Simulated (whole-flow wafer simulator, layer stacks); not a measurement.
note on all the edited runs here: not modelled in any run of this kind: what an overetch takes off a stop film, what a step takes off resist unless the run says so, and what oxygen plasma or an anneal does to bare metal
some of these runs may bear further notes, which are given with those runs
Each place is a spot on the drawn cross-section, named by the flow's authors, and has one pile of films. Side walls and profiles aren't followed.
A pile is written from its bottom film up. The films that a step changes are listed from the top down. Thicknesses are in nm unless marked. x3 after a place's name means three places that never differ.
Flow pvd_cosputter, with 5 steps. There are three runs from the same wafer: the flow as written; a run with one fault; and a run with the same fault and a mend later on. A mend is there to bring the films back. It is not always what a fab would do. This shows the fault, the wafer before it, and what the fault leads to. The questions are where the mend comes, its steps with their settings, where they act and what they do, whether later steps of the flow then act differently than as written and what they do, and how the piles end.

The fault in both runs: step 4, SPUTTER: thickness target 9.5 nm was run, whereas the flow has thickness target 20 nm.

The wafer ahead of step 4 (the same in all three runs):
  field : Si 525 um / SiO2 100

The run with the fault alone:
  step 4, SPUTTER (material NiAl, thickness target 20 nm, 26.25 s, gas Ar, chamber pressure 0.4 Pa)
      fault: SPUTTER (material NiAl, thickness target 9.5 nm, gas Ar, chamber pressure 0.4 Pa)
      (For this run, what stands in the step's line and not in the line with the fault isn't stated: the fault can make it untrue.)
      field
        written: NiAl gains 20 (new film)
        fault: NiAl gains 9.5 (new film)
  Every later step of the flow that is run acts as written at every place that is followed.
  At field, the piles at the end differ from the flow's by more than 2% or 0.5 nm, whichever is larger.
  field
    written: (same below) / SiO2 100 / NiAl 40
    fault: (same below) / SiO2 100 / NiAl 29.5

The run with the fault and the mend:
  The mend stands after step 4.
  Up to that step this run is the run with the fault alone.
  step 4a, SPUTTER (material NiAl, thickness target 10.5 nm, gas Ar, chamber pressure 0.4 Pa) (the flow's step 4, run once more with other settings)
      field
        NiAl gains 10.5
  Every later step of the flow that is run acts as written at every place that is followed.
  The piles end the same as the flow's at every place that both follow.
